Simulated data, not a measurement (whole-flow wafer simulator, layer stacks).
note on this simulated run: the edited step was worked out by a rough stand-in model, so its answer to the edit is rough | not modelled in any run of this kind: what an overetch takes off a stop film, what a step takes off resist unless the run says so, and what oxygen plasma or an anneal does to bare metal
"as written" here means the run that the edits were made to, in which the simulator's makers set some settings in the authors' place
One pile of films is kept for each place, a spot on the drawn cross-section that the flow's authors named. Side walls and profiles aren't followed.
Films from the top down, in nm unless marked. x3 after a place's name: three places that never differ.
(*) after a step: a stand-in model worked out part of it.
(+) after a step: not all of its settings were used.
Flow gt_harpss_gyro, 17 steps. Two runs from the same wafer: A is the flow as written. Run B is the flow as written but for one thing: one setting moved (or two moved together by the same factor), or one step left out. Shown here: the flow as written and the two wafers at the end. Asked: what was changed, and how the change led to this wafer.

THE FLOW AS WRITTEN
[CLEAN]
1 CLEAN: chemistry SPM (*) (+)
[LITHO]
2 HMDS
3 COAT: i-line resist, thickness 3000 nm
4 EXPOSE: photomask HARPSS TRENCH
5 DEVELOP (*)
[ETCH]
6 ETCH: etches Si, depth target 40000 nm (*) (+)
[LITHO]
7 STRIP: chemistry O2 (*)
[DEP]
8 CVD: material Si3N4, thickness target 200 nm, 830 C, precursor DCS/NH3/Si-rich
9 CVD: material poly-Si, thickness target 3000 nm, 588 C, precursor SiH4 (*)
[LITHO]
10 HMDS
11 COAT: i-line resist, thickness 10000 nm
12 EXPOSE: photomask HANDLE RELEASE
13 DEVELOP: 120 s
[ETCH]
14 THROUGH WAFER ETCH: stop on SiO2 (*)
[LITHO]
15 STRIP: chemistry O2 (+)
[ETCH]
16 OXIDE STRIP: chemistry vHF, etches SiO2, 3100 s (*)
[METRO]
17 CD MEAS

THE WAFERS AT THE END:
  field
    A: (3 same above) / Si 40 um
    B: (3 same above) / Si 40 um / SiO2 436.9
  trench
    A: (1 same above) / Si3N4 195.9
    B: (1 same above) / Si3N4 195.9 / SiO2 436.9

The cause: step 16, OXIDE STRIP: 2015 s was run, where the flow has 3100 s.

How the change led to this, step by step:
  16 OXIDE STRIP: chemistry vHF, etches SiO2, 3100 s (*)
      field: A under 4 films: SiO2 -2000 (all of it) | B under 4 films: SiO2 -1563.1
      trench: A under 2 films: SiO2 -2000 (all of it) | B under 2 films: SiO2 -1563.1
